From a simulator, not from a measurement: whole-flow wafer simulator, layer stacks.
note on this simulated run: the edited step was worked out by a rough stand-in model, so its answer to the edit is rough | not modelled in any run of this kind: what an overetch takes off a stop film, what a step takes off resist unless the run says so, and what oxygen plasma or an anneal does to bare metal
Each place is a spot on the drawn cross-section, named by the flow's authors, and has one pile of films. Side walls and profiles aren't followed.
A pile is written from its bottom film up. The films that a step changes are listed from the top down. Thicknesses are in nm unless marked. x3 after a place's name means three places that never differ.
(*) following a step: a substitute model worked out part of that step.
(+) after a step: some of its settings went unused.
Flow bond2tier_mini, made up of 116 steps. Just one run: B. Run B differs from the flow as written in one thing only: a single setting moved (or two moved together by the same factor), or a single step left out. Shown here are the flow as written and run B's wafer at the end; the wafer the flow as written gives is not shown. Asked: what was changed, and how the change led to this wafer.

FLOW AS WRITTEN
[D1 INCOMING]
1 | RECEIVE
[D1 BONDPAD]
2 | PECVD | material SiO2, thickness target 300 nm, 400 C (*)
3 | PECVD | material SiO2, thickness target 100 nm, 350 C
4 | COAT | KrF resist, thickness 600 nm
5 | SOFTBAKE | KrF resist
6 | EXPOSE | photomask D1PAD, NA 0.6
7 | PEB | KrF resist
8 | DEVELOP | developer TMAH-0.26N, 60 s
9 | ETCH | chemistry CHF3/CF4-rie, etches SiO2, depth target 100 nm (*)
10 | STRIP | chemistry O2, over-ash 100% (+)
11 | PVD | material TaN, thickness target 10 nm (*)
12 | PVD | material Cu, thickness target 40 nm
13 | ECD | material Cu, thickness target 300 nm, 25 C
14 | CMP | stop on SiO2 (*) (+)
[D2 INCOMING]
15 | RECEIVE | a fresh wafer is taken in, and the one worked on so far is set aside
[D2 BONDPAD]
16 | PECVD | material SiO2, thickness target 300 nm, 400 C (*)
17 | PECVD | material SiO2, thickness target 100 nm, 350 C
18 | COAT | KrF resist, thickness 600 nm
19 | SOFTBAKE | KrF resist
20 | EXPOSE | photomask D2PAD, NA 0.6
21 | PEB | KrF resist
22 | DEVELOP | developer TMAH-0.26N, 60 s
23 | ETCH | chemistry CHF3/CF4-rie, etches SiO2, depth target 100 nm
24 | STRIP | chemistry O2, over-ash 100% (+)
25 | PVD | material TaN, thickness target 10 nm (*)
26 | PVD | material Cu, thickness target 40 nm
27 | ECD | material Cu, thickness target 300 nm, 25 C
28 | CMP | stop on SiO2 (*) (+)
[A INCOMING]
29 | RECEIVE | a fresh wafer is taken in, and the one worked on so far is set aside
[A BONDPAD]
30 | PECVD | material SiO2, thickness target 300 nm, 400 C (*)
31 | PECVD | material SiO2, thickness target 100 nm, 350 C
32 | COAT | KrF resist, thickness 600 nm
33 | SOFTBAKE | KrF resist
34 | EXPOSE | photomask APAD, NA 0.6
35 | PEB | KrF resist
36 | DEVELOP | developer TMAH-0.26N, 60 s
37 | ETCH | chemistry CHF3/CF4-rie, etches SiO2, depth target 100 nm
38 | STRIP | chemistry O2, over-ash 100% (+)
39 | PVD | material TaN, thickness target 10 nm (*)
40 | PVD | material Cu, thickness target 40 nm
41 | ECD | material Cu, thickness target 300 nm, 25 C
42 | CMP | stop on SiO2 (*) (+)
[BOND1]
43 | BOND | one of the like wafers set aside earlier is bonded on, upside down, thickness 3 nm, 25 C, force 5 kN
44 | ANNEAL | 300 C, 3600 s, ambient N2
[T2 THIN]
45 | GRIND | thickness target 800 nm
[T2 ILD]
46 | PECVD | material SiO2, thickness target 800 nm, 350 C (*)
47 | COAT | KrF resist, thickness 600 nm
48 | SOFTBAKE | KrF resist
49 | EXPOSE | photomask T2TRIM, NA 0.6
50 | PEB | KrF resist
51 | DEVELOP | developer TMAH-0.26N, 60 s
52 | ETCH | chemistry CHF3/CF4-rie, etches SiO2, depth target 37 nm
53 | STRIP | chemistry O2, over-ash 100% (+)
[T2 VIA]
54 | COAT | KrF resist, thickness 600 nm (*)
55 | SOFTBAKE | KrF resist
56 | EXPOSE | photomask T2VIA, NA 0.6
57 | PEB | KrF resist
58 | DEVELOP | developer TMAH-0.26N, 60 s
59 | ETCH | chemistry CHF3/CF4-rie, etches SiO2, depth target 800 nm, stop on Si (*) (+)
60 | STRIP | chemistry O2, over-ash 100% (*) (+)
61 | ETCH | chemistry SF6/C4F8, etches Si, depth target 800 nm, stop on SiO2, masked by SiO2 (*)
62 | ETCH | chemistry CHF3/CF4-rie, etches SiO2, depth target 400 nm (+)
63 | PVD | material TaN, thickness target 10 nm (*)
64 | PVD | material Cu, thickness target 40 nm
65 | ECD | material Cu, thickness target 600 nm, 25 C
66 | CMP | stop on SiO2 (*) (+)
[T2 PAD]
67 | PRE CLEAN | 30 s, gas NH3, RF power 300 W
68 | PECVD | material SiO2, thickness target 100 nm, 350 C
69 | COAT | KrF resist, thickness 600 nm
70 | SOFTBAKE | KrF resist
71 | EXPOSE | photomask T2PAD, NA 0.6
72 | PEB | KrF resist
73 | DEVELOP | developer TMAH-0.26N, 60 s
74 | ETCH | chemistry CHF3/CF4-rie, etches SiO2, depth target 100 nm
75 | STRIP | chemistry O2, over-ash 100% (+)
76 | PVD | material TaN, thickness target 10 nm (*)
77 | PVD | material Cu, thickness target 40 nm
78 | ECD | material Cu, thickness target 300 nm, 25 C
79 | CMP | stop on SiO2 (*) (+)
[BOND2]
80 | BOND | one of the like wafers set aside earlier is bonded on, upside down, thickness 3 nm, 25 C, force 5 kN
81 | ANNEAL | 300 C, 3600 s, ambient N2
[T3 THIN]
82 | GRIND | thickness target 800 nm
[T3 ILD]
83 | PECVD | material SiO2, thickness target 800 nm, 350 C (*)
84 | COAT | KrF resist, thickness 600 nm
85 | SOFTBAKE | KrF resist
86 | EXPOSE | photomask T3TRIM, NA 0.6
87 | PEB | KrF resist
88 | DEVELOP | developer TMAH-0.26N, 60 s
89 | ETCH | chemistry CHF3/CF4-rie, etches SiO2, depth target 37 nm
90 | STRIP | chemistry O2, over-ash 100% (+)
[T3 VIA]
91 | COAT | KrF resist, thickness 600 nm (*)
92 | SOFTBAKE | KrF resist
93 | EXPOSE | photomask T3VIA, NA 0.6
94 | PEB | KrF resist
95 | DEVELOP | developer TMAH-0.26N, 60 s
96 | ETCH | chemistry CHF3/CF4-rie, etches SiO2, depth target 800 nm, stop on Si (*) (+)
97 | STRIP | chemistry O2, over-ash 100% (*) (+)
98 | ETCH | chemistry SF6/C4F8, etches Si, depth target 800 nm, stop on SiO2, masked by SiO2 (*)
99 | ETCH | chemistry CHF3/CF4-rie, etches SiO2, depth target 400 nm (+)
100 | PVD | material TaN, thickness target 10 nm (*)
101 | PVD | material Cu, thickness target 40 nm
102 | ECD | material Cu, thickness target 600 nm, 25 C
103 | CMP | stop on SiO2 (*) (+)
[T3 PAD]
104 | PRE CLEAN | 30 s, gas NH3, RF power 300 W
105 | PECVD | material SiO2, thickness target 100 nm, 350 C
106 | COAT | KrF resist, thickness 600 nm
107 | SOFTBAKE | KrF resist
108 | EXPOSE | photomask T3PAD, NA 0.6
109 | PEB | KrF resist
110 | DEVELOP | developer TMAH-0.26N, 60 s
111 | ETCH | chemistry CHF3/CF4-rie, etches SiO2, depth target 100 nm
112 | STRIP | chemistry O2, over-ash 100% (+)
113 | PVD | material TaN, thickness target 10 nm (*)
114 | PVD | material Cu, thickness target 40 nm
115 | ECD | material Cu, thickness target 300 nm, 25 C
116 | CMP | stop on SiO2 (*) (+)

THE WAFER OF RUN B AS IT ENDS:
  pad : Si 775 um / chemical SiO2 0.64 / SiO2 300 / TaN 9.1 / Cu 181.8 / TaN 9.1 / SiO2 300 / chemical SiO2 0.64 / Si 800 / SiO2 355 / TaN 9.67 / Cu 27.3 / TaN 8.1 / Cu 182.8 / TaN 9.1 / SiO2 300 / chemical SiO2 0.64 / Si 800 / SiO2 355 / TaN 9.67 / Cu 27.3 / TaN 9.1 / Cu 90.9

What caused this: step 76, PVD: thickness target 8.9 nm was run, though the flow has thickness target 10 nm.

The path from the change to this, step by step:
  76 | PVD | material TaN, thickness target 10 nm (*)
      field: +8.9 TaN (new film) (in the flow as written it would be: +10 TaN (new film))
      pad: +8.1 TaN (new film) (in the flow as written it would be: +9.1 TaN (new film))
  79 | CMP | stop on SiO2 (*) (+)
      field: -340 Cu (all of it), -8.9 TaN (all of it) (in the flow as written it would be: -340 Cu (all of it), -10 TaN (all of it))
